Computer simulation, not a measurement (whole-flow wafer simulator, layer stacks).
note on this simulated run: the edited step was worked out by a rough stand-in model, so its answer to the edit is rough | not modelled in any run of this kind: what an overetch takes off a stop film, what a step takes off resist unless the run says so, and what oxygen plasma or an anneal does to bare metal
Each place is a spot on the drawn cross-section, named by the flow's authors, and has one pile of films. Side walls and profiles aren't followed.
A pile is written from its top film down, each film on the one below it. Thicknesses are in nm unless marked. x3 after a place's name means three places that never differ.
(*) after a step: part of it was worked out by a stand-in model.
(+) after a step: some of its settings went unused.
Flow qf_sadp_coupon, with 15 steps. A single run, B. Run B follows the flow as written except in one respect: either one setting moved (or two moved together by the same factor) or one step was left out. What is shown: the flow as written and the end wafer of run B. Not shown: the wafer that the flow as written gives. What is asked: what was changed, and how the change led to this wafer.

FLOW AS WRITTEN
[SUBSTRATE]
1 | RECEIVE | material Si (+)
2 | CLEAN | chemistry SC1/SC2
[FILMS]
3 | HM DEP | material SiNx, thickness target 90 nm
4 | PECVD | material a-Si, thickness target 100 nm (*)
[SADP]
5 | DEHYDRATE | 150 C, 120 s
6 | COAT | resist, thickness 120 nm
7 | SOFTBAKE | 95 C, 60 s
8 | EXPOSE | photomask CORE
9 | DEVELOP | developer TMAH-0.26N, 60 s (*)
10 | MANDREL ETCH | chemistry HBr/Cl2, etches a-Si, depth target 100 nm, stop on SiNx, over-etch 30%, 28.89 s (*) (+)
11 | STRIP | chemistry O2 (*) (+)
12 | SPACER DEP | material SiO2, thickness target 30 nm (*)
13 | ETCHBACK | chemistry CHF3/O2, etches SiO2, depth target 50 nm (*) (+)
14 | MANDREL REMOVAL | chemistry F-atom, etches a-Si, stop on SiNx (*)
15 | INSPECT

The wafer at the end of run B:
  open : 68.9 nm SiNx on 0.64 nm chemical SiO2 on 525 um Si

The reason: step 4, PECVD: thickness target 115.6 nm was run, while the flow as written has thickness target 100 nm.

The path from the change to this, step by step:
  4 | PECVD | material a-Si, thickness target 100 nm (*)
      m, open: +115.6 a-Si (new film) (in the flow as written it would be: +100 a-Si (new film))
  10 | MANDREL ETCH | chemistry HBr/Cl2, etches a-Si, depth target 100 nm, stop on SiNx, over-etch 30%, 28.89 s (*) (+)
      open: -115.6 a-Si (all of it), -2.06 SiNx (in the flow as written it would be: -100 a-Si (all of it), -4.29 SiNx)
  14 | MANDREL REMOVAL | chemistry F-atom, etches a-Si, stop on SiNx (*)
      m: -111.4 a-Si (all of it) (in the flow as written it would be: -95.8 a-Si (all of it))
